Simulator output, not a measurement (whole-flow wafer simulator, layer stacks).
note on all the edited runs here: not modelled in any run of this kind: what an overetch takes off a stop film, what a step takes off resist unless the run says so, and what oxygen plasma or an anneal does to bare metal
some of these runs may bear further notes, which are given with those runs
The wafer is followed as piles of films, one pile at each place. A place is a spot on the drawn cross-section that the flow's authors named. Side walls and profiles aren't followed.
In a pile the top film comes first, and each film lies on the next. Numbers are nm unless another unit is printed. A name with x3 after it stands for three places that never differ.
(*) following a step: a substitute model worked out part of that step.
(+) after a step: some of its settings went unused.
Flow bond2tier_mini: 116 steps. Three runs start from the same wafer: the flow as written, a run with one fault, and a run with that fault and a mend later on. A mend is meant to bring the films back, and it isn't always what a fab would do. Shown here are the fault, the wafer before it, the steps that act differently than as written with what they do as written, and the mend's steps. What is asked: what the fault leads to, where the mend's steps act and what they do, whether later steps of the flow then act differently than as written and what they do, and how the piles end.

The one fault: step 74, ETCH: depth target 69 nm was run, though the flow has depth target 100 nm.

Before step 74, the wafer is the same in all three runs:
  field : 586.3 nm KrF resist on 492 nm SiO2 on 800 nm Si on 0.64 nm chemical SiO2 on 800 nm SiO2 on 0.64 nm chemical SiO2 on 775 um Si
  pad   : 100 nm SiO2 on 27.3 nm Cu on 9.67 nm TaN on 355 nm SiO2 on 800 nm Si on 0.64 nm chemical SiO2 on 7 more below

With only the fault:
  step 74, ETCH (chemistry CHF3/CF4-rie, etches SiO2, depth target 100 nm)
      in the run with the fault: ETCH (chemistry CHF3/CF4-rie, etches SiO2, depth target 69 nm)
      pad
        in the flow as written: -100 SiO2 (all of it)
        in the run with the fault: -69 SiO2
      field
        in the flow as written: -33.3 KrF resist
        in the run with the fault: -23 KrF resist
  Steps later in the flow that act otherwise than as written (not shown: 2 more steps that differ only slightly, by at most 2% or 0.5 nm, whichever is larger):
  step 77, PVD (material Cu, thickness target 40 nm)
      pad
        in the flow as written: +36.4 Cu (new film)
        in the run with the fault: +37.5 Cu (new film)
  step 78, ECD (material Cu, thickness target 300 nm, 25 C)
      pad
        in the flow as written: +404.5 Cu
        in the run with the fault: +372.1 Cu
  By the end, the piles at pad depart from the flow's by more than 2% or 0.5 nm, whichever is larger.
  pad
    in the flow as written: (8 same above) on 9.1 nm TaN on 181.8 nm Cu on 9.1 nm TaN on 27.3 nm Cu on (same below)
    in the run with the fault: (8 same above) on 9.1 nm TaN on 150.5 nm Cu on 9.38 nm TaN on 31 nm SiO2 on 27.3 nm Cu on (same below)

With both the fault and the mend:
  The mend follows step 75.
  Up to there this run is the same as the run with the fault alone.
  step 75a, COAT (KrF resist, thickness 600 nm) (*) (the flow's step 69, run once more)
      field
        +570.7 KrF resist (new film)
      pad
        +630.5 KrF resist (new film)
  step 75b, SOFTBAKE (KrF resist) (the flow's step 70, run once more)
      leaves every film unchanged at each place that is followed
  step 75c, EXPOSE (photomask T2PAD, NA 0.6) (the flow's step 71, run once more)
      leaves every film unchanged at each place that is followed
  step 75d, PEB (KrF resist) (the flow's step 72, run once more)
      leaves every film unchanged at each place that is followed
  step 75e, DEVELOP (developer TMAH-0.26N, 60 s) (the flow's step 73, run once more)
      field
        -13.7 KrF resist
      pad
        -630.5 KrF resist (all of it)
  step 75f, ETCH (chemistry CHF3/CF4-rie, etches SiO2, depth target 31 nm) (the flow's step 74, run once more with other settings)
      field
        -10.3 KrF resist
      pad
        -31 SiO2 (all of it)
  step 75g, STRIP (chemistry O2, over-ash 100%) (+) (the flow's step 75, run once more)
      field
        -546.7 KrF resist (all of it)
  Every later step of the flow that is run acts as written at every place that is followed.
  The piles end the same as the flow's at every place that both follow.
